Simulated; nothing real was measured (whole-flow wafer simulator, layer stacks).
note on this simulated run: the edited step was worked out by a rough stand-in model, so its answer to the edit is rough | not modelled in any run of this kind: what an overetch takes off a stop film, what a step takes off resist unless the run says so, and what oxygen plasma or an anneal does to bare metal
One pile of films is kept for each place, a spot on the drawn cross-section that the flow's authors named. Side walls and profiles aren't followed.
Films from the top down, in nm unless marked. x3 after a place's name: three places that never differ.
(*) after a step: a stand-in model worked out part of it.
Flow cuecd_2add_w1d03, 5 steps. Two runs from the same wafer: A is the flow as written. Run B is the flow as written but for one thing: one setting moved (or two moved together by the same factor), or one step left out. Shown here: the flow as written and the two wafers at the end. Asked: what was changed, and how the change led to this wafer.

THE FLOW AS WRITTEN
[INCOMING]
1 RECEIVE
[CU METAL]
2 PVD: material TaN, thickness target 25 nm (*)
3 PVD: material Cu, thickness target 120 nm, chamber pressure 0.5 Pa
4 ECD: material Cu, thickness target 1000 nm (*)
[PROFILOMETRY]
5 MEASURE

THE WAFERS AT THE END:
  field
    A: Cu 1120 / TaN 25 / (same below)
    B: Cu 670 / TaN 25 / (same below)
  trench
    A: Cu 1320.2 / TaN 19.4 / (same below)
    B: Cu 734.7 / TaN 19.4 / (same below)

The cause: step 4, ECD: thickness target 550 nm was run, where the flow has thickness target 1000 nm.

How the change led to this, step by step:
  4 ECD: material Cu, thickness target 1000 nm (*)
      field: A Cu +1000 | B Cu +550
      trench: A Cu +1226.8 | B Cu +641.2
